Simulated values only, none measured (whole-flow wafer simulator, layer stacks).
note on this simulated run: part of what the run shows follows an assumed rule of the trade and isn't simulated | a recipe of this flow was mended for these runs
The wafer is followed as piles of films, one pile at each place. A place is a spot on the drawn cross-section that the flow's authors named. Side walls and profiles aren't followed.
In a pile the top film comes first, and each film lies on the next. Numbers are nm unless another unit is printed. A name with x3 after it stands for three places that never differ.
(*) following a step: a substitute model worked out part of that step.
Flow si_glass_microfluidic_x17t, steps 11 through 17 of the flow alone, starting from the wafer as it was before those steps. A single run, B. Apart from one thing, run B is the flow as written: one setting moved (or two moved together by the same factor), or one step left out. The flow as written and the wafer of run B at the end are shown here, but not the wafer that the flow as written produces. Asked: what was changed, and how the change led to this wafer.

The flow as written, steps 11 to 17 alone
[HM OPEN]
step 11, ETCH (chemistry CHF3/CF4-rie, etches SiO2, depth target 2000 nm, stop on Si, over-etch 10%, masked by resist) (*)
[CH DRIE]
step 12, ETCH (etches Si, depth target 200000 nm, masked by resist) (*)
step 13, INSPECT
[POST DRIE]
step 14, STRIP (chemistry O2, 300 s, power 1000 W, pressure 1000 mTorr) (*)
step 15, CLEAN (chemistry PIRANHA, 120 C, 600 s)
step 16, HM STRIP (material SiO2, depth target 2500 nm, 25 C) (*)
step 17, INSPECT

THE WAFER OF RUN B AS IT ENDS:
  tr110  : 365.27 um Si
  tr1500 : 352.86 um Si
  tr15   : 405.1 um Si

The reason: step 11, ETCH: depth target 1568 nm was run, though the flow has depth target 2000 nm.

How this came from the change, step by step:
  step 11, ETCH (chemistry CHF3/CF4-rie, etches SiO2, depth target 2000 nm, stop on Si, over-etch 10%, masked by resist) (*)
      tr110, tr1500, tr15: SiO2 loses 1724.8 (in the flow as written it would be: SiO2 loses 2000 (all of it), Si loses 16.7)
      land: thick-i-line-resist loses 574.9 (in the flow as written it would be: thick-i-line-resist loses 733.3)
  step 12, ETCH (etches Si, depth target 200000 nm, masked by resist) (*)
      tr110: SiO2 loses 275.2 (all of it), Si loses 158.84 um (in the flow as written it would be: Si loses 200.12 um)
      tr1500: SiO2 loses 275.2 (all of it), Si loses 171.25 um (in the flow as written it would be: Si loses 215.73 um)
      (and at 1 other place as well)
  step 14, STRIP (chemistry O2, 300 s, power 1000 W, pressure 1000 mTorr) (*)
      land: thick-i-line-resist loses 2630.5 (all of it) (in the flow as written it would be: thick-i-line-resist loses 2472.3 (all of it))
